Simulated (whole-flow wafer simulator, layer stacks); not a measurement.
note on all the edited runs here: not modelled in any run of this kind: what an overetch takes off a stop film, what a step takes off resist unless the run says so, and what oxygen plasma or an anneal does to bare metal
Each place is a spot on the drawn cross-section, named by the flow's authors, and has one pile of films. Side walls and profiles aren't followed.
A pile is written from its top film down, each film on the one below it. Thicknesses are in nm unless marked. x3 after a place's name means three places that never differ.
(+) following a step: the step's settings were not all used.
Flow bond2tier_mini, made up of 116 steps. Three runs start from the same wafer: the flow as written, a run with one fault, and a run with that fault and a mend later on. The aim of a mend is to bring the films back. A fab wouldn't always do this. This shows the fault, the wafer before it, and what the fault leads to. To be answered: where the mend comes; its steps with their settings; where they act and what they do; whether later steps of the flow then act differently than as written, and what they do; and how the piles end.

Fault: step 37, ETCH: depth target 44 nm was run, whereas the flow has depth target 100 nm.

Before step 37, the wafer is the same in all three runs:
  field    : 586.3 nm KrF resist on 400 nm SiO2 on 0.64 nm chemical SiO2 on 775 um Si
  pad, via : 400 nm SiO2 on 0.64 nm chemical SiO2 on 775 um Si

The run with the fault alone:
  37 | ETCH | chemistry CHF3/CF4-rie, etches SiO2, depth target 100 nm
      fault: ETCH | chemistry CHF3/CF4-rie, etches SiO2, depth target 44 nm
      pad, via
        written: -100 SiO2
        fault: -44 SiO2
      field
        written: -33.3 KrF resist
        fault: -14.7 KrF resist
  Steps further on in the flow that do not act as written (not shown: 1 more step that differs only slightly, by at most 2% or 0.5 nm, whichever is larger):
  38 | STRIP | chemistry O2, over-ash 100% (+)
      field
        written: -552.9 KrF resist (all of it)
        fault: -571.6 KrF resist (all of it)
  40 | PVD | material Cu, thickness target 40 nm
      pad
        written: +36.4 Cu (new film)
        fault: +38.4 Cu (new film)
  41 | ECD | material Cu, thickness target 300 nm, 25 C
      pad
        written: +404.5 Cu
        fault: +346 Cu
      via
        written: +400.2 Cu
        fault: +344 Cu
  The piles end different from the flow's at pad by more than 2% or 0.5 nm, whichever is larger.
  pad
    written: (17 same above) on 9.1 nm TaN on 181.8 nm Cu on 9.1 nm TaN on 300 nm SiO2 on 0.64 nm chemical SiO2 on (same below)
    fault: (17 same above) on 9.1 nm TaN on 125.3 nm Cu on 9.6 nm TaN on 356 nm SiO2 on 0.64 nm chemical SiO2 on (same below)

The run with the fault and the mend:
  The mend follows step 37.
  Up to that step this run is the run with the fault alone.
  37a | ETCH | chemistry CHF3/CF4-rie, etches SiO2, depth target 56 nm (a further turn of the flow's step 37, with different settings)
      pad, via
        -56 SiO2
      field
        -18.7 KrF resist
  Later steps of the flow that are run all act as written at every place that is followed.
  At every place that both follow, the piles at the end match the flow's.
